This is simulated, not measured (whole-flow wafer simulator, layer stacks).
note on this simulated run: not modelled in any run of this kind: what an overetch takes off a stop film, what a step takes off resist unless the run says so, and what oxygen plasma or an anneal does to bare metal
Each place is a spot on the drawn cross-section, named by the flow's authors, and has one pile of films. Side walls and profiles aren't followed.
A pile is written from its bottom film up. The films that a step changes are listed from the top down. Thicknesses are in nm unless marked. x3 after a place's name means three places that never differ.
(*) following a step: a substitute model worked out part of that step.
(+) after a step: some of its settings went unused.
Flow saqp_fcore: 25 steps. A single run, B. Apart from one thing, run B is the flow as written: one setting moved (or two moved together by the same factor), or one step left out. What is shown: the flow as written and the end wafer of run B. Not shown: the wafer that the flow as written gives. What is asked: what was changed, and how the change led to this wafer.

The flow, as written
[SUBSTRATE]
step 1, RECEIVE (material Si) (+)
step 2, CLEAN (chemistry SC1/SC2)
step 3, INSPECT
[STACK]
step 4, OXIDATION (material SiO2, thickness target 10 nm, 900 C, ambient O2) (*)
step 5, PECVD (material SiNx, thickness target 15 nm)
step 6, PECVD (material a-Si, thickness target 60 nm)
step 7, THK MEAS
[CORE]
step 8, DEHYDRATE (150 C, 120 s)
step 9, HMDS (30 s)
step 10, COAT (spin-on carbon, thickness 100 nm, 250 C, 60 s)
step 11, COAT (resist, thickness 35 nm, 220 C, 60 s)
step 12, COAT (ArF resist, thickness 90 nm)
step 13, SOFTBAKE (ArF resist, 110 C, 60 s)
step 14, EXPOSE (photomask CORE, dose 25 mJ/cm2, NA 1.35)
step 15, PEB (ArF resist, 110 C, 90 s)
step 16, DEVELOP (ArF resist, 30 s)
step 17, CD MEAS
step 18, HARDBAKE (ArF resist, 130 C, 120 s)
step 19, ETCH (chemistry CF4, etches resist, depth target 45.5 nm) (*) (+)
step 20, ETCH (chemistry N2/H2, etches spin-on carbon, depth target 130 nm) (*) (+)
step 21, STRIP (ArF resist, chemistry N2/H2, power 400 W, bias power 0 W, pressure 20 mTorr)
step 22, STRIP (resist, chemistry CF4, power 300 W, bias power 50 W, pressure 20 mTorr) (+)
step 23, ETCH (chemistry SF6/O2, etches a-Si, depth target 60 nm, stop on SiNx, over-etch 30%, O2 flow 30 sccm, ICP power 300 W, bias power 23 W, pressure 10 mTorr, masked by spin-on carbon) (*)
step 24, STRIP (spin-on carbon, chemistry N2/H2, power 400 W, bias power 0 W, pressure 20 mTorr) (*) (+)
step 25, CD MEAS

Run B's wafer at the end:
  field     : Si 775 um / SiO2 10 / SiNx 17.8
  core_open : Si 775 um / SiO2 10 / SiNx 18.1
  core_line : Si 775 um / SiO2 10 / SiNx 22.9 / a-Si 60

The reason: step 5, PECVD: thickness target 22.9 nm was run, though the flow has thickness target 15 nm.
One can read it off the wafer: core_line has SiNx 22.9, and step 5 as written asks for 15 nm.

The path from the change to this, step by step:
  step 5, PECVD (material SiNx, thickness target 15 nm)
      field, core_open, core_line: SiNx gains 22.9 (new film) (it would be, as written: SiNx gains 15 (new film))
